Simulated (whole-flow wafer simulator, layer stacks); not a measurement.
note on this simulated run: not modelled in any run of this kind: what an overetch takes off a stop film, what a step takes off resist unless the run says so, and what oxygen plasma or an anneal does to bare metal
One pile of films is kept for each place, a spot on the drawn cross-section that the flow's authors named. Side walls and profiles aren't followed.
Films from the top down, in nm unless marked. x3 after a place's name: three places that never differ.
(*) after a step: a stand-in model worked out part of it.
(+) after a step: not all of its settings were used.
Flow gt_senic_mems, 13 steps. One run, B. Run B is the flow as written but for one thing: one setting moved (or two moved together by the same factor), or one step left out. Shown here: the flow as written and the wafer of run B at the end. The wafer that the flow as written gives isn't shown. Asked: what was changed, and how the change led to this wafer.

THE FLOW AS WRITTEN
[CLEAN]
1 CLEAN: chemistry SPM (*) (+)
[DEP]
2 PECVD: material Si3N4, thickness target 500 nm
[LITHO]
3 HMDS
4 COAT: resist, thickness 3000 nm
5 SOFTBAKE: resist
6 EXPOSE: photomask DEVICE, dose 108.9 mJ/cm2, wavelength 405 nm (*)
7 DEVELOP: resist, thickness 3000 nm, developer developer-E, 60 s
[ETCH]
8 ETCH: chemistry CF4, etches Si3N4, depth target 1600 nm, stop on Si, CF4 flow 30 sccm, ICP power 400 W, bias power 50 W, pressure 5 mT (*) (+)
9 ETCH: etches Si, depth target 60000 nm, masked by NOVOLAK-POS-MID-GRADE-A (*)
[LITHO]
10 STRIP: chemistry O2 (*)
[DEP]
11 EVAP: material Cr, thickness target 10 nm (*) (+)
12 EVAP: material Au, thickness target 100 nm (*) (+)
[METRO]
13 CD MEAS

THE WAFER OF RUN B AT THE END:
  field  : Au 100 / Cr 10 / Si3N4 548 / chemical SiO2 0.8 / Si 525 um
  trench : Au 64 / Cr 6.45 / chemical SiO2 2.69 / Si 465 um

The cause: step 2, PECVD: thickness target 548 nm was run, where the flow has thickness target 500 nm.
It can be read off the wafer: field has Si3N4 548, and step 2 as written asks for 500 nm.

How the change led to this, step by step:
  2 PECVD: material Si3N4, thickness target 500 nm
      field, trench: Si3N4 +548 (new film) (as written it would be: Si3N4 +500 (new film))
  8 ETCH: chemistry CF4, etches Si3N4, depth target 1600 nm, stop on Si, CF4 flow 30 sccm, ICP power 400 W, bias power 50 W, pressure 5 mT (*) (+)
      field: resist -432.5 (as written it would be: resist -400.5)
      trench: Si3N4 -548 (all of it), chemical SiO2 -0.8 (all of it) (as written it would be: Si3N4 -500 (all of it), chemical SiO2 -0.8 (all of it))
